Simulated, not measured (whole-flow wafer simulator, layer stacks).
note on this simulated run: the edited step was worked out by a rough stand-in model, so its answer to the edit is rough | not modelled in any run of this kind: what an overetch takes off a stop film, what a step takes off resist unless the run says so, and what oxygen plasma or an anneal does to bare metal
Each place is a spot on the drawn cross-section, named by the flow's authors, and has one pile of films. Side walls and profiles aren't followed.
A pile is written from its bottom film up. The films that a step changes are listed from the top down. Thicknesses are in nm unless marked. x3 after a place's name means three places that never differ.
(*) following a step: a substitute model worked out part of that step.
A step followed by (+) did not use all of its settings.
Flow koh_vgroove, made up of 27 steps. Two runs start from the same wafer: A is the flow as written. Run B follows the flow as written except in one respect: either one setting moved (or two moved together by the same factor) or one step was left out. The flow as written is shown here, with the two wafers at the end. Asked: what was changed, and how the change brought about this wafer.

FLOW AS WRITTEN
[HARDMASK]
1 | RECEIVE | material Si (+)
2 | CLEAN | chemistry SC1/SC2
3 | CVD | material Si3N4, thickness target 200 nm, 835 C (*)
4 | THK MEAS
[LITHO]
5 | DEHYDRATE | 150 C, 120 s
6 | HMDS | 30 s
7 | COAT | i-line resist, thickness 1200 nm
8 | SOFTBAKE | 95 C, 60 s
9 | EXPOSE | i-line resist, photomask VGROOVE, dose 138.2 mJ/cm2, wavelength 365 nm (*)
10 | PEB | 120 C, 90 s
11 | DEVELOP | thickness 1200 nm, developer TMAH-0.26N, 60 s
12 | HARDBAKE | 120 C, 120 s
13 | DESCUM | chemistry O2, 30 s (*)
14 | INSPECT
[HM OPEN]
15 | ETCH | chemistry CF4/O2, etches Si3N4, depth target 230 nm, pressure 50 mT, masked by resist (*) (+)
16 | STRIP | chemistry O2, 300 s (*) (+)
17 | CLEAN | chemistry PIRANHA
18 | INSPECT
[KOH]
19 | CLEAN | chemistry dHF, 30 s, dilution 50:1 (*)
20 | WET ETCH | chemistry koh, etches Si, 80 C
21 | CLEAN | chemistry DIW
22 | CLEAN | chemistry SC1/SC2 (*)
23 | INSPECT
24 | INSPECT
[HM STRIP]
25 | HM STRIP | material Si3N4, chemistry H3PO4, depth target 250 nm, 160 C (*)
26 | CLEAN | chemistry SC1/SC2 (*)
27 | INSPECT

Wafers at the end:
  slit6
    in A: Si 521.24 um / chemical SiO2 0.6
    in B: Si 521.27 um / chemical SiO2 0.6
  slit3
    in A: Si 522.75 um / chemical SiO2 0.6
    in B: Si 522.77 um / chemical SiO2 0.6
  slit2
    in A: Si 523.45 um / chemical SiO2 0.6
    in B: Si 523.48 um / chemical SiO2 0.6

Cause: step 15, ETCH: depth target 203.8 nm was run, though the flow has depth target 230 nm.

Step by step, how the change led to this:
  15 | ETCH | chemistry CF4/O2, etches Si3N4, depth target 230 nm, pressure 50 mT, masked by resist (*) (+)
      slit3, slit2, slit6, slit20: A Si3N4 loses 200 (all of it), chemical SiO2 loses 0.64 (all of it), Si loses 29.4 | B Si3N4 loses 200 (all of it), chemical SiO2 loses 0.64 (all of it), Si loses 3.16
      field: A i-line resist loses 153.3 | B i-line resist loses 135.9
